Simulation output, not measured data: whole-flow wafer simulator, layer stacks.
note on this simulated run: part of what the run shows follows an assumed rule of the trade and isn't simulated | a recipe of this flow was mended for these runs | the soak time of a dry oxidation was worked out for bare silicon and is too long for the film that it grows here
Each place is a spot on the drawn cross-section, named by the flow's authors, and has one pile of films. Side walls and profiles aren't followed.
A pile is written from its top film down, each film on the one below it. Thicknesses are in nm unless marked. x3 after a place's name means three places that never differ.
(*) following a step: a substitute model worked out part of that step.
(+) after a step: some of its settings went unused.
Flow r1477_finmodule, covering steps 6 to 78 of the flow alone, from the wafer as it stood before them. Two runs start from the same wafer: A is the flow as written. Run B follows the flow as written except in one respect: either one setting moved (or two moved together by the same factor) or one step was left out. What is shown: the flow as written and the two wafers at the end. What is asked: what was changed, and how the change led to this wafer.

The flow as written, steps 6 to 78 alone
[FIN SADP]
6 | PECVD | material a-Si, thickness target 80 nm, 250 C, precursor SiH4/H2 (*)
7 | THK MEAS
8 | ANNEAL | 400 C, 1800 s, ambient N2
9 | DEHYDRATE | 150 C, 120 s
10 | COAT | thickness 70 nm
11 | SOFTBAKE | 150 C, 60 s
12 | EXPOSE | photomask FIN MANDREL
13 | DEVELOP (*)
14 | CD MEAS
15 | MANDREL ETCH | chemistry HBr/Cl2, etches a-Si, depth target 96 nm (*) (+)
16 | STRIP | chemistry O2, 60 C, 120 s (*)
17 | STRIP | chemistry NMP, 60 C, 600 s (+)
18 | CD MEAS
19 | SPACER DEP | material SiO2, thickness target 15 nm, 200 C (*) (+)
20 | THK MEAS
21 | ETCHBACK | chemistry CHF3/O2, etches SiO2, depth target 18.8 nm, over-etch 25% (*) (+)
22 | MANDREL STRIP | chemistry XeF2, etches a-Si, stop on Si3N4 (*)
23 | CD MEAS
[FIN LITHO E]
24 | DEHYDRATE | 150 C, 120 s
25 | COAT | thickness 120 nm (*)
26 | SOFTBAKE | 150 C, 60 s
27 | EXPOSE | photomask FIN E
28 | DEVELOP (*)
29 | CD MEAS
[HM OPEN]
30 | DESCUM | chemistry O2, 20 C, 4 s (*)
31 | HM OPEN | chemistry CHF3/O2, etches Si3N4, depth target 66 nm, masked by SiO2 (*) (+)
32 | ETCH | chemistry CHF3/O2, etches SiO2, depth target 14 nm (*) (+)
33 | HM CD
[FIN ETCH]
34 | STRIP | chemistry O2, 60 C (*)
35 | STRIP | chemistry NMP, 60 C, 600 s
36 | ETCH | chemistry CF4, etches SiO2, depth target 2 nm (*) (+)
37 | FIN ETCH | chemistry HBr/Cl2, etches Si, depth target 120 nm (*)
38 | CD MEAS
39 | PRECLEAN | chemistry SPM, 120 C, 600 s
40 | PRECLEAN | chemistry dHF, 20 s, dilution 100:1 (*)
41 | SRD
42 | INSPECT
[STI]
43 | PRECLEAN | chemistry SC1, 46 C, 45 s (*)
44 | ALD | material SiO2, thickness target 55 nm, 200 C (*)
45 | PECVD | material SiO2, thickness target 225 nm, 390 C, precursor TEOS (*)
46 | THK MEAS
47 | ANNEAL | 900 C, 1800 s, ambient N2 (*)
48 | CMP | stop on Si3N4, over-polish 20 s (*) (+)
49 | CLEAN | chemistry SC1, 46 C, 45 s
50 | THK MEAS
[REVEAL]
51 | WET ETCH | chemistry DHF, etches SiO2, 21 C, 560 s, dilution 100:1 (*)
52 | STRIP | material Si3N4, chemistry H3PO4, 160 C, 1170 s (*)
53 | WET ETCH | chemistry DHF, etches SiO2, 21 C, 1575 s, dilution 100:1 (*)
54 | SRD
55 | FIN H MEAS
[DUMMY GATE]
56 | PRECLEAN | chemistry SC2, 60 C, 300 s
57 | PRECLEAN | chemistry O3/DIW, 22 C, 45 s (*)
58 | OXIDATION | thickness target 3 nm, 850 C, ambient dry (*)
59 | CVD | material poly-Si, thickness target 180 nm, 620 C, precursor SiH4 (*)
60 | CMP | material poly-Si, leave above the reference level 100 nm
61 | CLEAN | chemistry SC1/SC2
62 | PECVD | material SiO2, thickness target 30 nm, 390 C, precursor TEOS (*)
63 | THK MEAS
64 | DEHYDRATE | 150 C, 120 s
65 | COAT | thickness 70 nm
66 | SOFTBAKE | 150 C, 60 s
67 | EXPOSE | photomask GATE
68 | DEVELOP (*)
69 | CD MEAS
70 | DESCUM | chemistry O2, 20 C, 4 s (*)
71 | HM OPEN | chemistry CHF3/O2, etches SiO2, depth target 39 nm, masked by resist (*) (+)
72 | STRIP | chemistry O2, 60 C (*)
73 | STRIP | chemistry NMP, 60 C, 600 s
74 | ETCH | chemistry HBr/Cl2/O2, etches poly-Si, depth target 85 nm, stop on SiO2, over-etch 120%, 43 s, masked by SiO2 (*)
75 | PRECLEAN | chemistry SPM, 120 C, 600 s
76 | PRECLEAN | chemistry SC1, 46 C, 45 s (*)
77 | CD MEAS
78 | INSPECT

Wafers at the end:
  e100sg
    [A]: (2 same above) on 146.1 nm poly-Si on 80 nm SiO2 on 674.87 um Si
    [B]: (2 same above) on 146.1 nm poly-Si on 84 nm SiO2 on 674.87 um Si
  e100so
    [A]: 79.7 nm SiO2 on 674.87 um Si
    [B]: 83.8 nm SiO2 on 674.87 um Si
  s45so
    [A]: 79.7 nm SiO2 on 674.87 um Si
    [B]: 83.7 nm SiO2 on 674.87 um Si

The reason: step 21, ETCHBACK: depth target 28 nm was run, while the flow as written has depth target 18.8 nm.

The path from the change to this, step by step:
  21 | ETCHBACK | chemistry CHF3/O2, etches SiO2, depth target 18.8 nm, over-etch 25% (*) (+)
      pad, padg, elg x4 and 18 more: A -15 SiO2 (all of it), -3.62 Si3N4 | B -15 SiO2 (all of it), -12.3 Si3N4
      s40cg, s45cg, s50cg, s40co, s45co, s50co: A -15 SiO2 (all of it), -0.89 chemical SiO2 (all of it), -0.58 a-Si | B -15 SiO2 (all of it), -0.89 chemical SiO2 (all of it), -2.4 a-Si
  22 | MANDREL STRIP | chemistry XeF2, etches a-Si, stop on Si3N4 (*)
      s40cg, s45cg, s50cg, s40co, s45co, s50co: A -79 a-Si (all of it) | B -77.2 a-Si (all of it)
  25 | COAT | thickness 120 nm (*)
      s40cg, s40co: A +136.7 e-beam-resist (new film) | B +130.8 e-beam-resist (new film)
      s40sg_line, s40so_line: A +60 e-beam-resist (new film) | B +63.2 e-beam-resist (new film)
      (and at 12 other places as well)
  28 | DEVELOP (*)
      s40cg, s40co: A -136.7 e-beam-resist (all of it) | B -130.8 e-beam-resist (all of it)
      s40sg_line, s40so_line: A -60 e-beam-resist (all of it) | B -63.2 e-beam-resist (all of it)
      (and at 12 other places as well)
  31 | HM OPEN | chemistry CHF3/O2, etches Si3N4, depth target 66 nm, masked by SiO2 (*) (+)
      pad, padg, esg and 13 more: A -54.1 Si3N4 (all of it), -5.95 SiO2 | B -45.4 Si3N4 (all of it), -10 SiO2 (all of it), -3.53 Si
  32 | ETCH | chemistry CHF3/O2, etches SiO2, depth target 14 nm (*) (+)
      pad, padg: A -4.05 SiO2 (all of it), -1.99 Si | B -2.8 Si
      esg, eso: A -4.05 SiO2 (all of it), -1.99 Si | B -2.31 Si
      (and at 12 other places as well)
  44 | ALD | material SiO2, thickness target 55 nm, 200 C (*)
      s40cg, s45cg, s50cg, s40co, s45co, s50co: A +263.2 SiO2 (new film) | B +254.1 SiO2 (new film)
      esg, eso: A +223.2 SiO2 (new film) | B +218.4 SiO2 (new film)
      (and at 6 other places as well)
  48 | CMP | stop on Si3N4, over-polish 20 s (*) (+)
      elg x4, esg, e40sg and 10 more: A -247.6 SiO2 | B -238.9 SiO2
      s40cg, s40sg, s45cg and 9 more: A -288.1 SiO2 | B -279 SiO2
      (and at 8 other places as well)
  51 | WET ETCH | chemistry DHF, etches SiO2, 21 C, 560 s, dilution 100:1 (*)
      elg x4, elo x4: A -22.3 SiO2 (all of it), -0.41 Si3N4 | B -28.1 SiO2
  52 | STRIP | material Si3N4, chemistry H3PO4, 160 C, 1170 s (*)
      elg x4, elo x4: A -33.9 Si3N4 (all of it), -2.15 SiO2 | B -2.86 SiO2 (all of it), -25.6 Si3N4 (all of it), -0.26 SiO2
  53 | WET ETCH | chemistry DHF, etches SiO2, 21 C, 1575 s, dilution 100:1 (*)
      elg x4, elo x4: A -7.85 SiO2 (all of it) | B -9.74 SiO2 (all of it)
